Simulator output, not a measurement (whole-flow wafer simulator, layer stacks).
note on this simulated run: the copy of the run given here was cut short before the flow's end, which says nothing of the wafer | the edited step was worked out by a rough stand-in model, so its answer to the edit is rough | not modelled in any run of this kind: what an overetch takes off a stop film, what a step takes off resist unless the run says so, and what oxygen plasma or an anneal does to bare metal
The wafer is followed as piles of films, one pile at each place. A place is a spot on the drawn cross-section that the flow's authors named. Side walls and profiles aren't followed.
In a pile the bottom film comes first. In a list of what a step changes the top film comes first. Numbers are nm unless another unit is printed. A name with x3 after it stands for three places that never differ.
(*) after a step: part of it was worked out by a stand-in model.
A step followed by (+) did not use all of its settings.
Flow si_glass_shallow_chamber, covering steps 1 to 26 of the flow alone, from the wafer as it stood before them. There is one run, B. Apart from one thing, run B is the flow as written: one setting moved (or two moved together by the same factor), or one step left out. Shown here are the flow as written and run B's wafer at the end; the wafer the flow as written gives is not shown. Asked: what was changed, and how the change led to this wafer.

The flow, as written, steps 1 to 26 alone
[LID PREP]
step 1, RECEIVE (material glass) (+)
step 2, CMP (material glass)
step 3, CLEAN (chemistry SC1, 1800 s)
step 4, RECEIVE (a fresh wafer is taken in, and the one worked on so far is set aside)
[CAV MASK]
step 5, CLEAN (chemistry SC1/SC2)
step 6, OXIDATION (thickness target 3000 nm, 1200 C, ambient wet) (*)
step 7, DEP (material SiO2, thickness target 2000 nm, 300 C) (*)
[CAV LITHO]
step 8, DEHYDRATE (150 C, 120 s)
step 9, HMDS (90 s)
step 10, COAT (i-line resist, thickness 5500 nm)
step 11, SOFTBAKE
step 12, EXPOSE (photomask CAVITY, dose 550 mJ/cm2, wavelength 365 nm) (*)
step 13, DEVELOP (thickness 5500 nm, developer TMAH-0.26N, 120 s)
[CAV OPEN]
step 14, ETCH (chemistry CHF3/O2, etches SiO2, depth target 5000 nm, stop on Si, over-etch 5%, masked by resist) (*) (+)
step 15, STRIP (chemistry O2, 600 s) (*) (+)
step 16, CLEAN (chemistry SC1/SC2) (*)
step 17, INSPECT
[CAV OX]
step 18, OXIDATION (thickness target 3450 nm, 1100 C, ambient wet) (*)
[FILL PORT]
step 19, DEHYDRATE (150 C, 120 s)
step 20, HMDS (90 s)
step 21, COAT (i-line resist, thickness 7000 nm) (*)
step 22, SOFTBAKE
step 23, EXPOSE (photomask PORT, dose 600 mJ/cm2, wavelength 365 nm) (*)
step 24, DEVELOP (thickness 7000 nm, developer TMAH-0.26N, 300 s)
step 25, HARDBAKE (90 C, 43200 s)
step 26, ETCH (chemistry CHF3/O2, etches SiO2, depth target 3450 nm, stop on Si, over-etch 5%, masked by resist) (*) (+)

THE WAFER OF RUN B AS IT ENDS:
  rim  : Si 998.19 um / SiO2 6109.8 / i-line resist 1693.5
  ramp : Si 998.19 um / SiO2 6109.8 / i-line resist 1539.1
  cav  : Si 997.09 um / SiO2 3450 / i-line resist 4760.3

The reason: step 14, ETCH: over-etch 7.5% was run, whereas the flow has over-etch 5%.

The path from the change to this, step by step:
  step 14, ETCH (chemistry CHF3/O2, etches SiO2, depth target 5000 nm, stop on Si, over-etch 5%, masked by resist) (*) (+)
      rim, ramp, septum, ring: -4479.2 i-line resist (as written it would have been: -4375 i-line resist)
      cav, port: -5000 SiO2 (all of it), -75 Si (as written it would have been: -5000 SiO2 (all of it), -50 Si)
  step 15, STRIP (chemistry O2, 600 s) (*) (+)
      rim, ramp, septum, ring: -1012 i-line resist (all of it) (as written it would have been: -1116.2 i-line resist (all of it))
